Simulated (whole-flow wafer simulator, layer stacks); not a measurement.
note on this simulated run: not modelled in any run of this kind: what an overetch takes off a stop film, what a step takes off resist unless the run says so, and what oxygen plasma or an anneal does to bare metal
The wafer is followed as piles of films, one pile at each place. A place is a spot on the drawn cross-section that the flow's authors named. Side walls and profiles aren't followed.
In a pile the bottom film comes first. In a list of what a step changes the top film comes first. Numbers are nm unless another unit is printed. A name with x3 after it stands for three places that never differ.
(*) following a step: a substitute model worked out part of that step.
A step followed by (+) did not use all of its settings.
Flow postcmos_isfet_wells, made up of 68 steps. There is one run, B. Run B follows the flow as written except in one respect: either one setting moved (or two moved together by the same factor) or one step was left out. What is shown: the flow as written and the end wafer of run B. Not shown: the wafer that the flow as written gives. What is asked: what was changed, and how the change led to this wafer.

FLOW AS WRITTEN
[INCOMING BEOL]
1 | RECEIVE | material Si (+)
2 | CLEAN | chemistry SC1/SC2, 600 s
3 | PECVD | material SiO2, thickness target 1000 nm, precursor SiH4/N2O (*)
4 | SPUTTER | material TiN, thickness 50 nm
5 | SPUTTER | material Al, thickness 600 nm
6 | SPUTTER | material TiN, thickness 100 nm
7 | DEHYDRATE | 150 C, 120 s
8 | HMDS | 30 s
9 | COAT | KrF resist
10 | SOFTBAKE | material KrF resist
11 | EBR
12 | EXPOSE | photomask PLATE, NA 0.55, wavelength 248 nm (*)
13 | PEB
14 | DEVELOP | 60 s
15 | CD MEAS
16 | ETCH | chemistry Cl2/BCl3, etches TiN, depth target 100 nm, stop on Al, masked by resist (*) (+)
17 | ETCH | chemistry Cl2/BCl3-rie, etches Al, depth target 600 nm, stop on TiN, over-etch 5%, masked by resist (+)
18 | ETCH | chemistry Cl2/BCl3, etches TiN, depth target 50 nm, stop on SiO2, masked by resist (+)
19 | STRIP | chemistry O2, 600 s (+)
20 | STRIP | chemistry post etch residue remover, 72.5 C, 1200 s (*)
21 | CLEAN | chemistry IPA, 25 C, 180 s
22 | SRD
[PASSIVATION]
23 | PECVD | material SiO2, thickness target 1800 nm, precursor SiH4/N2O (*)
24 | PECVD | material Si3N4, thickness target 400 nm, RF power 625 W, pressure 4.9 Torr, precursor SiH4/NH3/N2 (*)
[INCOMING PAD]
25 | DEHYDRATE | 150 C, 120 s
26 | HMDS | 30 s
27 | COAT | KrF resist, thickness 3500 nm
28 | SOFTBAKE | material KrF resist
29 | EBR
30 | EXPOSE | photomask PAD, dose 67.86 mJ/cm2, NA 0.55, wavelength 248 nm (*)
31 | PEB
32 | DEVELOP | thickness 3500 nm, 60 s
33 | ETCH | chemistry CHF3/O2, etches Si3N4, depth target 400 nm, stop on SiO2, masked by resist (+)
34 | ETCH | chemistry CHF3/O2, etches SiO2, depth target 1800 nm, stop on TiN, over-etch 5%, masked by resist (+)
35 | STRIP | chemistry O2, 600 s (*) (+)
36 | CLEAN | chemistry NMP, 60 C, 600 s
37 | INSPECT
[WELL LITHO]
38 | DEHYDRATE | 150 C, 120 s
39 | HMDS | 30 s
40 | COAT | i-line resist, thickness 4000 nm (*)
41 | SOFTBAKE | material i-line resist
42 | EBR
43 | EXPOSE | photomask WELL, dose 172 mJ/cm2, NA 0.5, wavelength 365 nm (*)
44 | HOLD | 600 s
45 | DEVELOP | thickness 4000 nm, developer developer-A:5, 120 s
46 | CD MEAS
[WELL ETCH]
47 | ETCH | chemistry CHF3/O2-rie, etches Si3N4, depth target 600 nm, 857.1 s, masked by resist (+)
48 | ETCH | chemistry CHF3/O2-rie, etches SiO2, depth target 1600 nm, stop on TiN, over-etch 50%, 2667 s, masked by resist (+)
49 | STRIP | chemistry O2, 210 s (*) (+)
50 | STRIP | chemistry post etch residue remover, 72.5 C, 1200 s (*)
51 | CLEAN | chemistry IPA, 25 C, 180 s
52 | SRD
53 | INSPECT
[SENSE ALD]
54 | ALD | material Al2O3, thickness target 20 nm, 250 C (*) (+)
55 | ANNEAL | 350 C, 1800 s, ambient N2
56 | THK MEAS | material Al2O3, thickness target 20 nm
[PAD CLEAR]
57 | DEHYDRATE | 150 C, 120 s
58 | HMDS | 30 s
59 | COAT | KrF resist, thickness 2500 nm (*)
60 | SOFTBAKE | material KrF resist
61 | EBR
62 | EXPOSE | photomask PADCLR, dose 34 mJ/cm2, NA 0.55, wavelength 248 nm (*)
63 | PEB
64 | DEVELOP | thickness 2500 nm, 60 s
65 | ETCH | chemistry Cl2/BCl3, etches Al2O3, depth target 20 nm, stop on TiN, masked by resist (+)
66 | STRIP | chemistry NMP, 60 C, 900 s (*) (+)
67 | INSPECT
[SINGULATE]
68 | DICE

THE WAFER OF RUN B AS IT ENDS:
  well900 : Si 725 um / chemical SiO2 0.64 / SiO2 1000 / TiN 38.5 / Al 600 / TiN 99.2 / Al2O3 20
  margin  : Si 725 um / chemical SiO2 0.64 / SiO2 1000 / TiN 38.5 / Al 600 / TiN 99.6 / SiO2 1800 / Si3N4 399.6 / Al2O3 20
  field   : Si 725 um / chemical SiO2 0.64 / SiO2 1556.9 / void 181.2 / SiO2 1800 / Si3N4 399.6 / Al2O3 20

The reason: step 4, SPUTTER: thickness 38.5 nm was run, whereas the flow has thickness 50 nm.
The wafer lets one read it off: well900 has TiN 38.5, and step 4 as written asks for 50 nm.

The path from the change to this, step by step:
  4 | SPUTTER | material TiN, thickness 50 nm
      field, margin, well900, well1300 x3, pad_rim, pad_clr, pad_open: +38.5 TiN (new film) (as written it would have been: +50 TiN (new film))
  18 | ETCH | chemistry Cl2/BCl3, etches TiN, depth target 50 nm, stop on SiO2, masked by resist (+)
      field: -38.5 TiN (all of it) (as written it would have been: -50 TiN (all of it))
  23 | PECVD | material SiO2, thickness target 1800 nm, precursor SiH4/N2O (*)
      field: +1800 SiO2 (new film), +181.2 void (new film), +556.9 SiO2 (as written it would have been: +1800 SiO2 (new film), +189.9 void (new film), +559.7 SiO2)
